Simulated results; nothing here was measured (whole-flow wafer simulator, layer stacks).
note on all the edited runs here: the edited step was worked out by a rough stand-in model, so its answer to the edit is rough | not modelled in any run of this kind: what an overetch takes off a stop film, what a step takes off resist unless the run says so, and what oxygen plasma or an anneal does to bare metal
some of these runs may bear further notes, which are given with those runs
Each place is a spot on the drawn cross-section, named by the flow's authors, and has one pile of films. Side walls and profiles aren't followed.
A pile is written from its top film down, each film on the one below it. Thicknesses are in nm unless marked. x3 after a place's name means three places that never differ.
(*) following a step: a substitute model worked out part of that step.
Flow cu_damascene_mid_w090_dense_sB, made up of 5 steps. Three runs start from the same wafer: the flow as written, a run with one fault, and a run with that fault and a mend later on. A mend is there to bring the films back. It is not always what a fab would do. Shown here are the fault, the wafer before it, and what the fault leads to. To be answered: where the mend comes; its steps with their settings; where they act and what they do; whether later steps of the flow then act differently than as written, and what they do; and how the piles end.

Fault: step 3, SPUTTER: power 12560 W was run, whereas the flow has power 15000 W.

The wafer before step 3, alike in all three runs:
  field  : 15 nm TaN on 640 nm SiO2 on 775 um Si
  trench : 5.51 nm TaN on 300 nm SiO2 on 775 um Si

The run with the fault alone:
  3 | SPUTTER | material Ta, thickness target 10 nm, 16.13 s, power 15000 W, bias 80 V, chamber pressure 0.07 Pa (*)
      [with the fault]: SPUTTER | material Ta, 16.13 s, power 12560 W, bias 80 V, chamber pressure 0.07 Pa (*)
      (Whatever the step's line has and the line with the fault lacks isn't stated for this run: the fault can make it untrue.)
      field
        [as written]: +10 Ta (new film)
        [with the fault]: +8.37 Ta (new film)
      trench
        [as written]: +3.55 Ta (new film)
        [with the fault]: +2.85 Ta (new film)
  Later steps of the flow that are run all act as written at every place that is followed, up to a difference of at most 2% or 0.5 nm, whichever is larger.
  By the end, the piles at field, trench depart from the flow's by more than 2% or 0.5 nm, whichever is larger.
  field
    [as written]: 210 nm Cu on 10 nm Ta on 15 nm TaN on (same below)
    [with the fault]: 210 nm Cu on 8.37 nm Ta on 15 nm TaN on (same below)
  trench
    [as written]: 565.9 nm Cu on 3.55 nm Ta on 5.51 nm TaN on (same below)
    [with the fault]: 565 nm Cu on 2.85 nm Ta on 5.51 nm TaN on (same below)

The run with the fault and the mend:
  The mend stands after step 3.
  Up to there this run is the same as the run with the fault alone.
  3a | SPUTTER | material Ta, thickness target 1.663 nm, 2.682 s, power 15000 W, bias 80 V, chamber pressure 0.07 Pa (*) (the flow's step 3 again, with other settings)
      field
        +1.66 Ta
      trench
        +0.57 Ta
  Later steps of the flow that are run all act as written at every place that is followed, up to a difference of at most 2% or 0.5 nm, whichever is larger.
  The piles end only slightly different from the flow's at the places that both follow, by no more than 2% or 0.5 nm, whichever is larger.
